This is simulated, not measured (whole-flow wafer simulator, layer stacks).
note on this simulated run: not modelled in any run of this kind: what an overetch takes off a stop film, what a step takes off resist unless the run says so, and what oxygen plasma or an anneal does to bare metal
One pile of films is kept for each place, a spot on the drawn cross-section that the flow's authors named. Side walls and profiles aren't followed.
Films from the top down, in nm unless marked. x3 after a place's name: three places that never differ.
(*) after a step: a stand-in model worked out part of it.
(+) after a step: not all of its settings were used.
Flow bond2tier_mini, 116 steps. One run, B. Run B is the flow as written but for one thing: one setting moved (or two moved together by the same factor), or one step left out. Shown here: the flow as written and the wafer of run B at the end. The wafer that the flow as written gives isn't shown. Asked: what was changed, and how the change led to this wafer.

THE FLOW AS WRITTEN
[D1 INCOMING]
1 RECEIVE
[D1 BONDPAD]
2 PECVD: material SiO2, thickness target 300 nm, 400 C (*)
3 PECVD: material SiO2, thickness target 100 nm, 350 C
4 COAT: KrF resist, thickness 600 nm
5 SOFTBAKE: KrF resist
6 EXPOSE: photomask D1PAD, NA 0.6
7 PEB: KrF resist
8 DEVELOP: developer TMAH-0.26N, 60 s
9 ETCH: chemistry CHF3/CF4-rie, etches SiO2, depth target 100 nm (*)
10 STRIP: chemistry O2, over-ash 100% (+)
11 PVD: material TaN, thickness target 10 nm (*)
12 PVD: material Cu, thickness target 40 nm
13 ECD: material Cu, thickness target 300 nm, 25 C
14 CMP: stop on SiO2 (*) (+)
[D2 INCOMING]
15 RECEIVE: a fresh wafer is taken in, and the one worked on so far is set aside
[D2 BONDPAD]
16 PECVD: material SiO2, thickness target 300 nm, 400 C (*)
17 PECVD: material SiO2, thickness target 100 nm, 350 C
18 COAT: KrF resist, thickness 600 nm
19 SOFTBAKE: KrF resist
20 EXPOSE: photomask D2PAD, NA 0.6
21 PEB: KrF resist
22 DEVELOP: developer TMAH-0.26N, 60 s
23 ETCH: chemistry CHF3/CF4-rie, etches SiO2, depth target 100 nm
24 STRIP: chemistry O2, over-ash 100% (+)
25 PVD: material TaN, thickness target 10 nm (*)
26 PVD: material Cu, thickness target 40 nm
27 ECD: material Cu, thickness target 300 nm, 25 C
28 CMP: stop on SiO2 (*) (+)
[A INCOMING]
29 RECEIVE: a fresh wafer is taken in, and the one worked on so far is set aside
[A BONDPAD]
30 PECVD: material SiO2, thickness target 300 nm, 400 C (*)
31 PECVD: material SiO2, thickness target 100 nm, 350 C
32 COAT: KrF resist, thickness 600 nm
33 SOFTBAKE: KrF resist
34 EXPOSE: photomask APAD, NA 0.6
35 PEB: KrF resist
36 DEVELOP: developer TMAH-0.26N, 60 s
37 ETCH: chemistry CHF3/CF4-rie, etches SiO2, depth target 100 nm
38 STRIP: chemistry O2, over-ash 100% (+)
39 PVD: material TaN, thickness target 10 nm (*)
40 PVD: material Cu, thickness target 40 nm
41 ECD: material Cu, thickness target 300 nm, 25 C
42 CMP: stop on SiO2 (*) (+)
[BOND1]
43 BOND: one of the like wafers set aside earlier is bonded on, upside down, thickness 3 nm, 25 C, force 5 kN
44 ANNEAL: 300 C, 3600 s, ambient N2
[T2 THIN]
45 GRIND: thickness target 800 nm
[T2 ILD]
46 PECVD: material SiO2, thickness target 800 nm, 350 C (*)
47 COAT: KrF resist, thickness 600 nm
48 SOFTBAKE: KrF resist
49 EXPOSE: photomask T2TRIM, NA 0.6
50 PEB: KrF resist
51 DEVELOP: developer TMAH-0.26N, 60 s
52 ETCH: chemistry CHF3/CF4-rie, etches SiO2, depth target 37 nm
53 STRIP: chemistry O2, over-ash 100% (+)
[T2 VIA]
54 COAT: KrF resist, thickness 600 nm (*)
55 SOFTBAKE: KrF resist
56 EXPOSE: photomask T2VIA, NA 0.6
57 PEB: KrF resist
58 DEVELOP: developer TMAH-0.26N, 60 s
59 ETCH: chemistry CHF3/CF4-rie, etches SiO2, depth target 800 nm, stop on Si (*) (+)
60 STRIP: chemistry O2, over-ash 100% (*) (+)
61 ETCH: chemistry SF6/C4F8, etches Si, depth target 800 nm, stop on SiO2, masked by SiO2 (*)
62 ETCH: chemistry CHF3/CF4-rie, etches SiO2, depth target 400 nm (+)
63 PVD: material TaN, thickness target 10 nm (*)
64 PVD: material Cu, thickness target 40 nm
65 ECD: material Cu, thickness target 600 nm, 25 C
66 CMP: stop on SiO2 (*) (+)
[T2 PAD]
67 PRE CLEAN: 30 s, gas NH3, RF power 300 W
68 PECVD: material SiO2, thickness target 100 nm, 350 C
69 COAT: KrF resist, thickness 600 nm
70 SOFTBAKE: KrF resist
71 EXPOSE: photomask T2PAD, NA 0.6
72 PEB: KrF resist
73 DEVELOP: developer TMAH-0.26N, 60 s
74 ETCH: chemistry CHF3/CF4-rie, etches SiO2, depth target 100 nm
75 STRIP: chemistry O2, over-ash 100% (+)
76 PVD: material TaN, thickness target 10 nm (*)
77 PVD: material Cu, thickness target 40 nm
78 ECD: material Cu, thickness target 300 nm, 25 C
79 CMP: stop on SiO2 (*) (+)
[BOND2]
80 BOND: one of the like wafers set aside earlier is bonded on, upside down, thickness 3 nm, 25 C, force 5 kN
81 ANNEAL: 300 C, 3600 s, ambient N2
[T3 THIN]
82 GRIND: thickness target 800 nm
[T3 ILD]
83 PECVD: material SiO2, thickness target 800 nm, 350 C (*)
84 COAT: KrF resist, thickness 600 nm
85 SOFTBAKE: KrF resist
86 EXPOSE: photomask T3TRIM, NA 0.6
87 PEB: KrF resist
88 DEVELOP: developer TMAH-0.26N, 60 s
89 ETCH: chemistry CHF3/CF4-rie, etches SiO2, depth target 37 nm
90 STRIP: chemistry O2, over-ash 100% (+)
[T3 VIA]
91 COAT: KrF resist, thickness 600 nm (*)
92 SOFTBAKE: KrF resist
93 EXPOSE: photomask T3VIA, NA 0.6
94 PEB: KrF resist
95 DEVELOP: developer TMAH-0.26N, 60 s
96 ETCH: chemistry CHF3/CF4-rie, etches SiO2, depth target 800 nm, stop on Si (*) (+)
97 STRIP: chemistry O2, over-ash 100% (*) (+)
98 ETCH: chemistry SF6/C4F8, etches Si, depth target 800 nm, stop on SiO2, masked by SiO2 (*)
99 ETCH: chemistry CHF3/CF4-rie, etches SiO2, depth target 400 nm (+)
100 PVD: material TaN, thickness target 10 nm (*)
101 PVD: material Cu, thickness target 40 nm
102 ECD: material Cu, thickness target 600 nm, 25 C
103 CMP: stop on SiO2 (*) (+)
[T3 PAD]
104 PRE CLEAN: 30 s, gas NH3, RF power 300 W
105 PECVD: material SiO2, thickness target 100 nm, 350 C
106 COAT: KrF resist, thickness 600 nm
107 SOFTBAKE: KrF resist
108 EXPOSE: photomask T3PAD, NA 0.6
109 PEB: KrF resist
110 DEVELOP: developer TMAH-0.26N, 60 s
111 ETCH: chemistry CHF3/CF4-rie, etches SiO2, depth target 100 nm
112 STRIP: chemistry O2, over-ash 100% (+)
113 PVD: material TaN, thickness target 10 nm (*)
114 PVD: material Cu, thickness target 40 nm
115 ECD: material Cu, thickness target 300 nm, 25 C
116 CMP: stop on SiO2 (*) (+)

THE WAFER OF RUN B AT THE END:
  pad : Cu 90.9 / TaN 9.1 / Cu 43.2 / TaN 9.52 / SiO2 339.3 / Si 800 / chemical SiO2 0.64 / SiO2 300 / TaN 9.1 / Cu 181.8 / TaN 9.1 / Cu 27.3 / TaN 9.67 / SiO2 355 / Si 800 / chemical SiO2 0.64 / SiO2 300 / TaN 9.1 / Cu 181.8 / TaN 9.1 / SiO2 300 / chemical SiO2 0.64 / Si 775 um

The cause: step 89, ETCH: depth target 52.7 nm was run, where the flow has depth target 37 nm.

How the change led to this, step by step:
  89 ETCH: chemistry CHF3/CF4-rie, etches SiO2, depth target 37 nm
      field: KrF resist -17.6 (as written it would be: KrF resist -12.3)
      pad: SiO2 -52.7 (as written it would be: SiO2 -37)
  97 STRIP: chemistry O2, over-ash 100% (*) (+)
      field: KrF resist -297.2 (all of it) (as written it would be: KrF resist -303.9 (all of it))
      pad: KrF resist -342.9 (all of it) (as written it would be: KrF resist -336 (all of it))
  102 ECD: material Cu, thickness target 600 nm, 25 C
      pad: Cu +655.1 (as written it would be: Cu +638.7)
